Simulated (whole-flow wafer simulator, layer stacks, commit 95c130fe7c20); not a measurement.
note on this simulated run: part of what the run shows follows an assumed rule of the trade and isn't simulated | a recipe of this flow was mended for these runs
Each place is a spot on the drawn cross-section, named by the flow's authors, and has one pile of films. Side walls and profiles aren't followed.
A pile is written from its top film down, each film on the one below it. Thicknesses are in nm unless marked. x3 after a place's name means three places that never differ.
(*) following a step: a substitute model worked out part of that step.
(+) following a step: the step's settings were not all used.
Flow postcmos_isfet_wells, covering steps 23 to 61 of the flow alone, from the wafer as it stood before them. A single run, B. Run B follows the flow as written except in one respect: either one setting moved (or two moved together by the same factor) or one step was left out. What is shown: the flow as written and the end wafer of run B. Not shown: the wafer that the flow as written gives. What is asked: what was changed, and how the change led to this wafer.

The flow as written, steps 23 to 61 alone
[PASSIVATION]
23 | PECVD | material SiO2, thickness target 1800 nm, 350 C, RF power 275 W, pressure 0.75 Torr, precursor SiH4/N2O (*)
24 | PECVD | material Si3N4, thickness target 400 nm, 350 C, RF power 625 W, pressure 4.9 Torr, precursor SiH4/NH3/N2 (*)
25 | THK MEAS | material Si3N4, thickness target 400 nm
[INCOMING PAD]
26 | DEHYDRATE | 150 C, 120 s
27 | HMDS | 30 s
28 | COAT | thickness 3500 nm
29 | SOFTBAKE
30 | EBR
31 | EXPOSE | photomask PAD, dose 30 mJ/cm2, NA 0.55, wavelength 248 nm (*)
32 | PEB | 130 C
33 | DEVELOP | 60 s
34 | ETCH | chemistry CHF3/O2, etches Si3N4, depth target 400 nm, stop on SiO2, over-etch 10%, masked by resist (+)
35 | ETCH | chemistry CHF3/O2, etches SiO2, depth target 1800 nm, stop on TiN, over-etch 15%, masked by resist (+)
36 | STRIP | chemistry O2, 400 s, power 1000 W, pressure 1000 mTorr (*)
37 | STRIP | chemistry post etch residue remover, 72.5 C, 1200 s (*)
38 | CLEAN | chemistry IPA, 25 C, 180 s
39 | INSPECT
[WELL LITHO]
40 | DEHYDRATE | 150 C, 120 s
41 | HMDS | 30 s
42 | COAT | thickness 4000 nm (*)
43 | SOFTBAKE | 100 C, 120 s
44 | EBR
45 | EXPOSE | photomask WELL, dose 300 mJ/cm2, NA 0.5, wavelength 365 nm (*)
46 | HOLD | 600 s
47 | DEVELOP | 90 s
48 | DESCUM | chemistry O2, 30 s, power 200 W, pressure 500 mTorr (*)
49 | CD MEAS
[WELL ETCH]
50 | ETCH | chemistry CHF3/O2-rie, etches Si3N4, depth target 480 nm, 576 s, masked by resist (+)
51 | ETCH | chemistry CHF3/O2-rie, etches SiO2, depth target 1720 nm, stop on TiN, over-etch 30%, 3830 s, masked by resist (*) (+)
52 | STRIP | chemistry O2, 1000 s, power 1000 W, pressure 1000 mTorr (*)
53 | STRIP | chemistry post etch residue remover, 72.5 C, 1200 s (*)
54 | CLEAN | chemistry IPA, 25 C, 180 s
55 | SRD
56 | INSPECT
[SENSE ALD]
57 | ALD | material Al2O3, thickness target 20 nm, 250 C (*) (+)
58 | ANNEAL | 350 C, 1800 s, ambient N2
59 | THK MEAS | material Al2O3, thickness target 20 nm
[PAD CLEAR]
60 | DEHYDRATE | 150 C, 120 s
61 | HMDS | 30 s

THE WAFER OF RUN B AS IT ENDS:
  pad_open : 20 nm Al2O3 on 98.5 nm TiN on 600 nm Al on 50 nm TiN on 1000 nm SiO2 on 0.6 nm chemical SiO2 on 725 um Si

Cause: step 34, ETCH: depth target 132.5 nm was run, while the flow as written has depth target 400 nm.

Step by step, how the change led to this:
  34 | ETCH | chemistry CHF3/O2, etches Si3N4, depth target 400 nm, stop on SiO2, over-etch 10%, masked by resist (+)
      pad_open: -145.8 Si3N4 (it would be, as written: -400 Si3N4 (all of it), -20 SiO2)
      field, margin x2, well900 x4, pad_clr: -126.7 thick-KrF-resist (it would be, as written: -382.6 thick-KrF-resist)
  35 | ETCH | chemistry CHF3/O2, etches SiO2, depth target 1800 nm, stop on TiN, over-etch 15%, masked by resist (+)
      pad_open: -254.2 Si3N4 (all of it), -1800 SiO2 (all of it), -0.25 TiN (it would be, as written: -1780 SiO2 (all of it), -24.2 TiN)
  36 | STRIP | chemistry O2, 400 s, power 1000 W, pressure 1000 mTorr (*)
      field, margin x2, well900 x4, pad_clr: -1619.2 thick-KrF-resist (all of it) (it would be, as written: -1382.5 thick-KrF-resist (all of it))
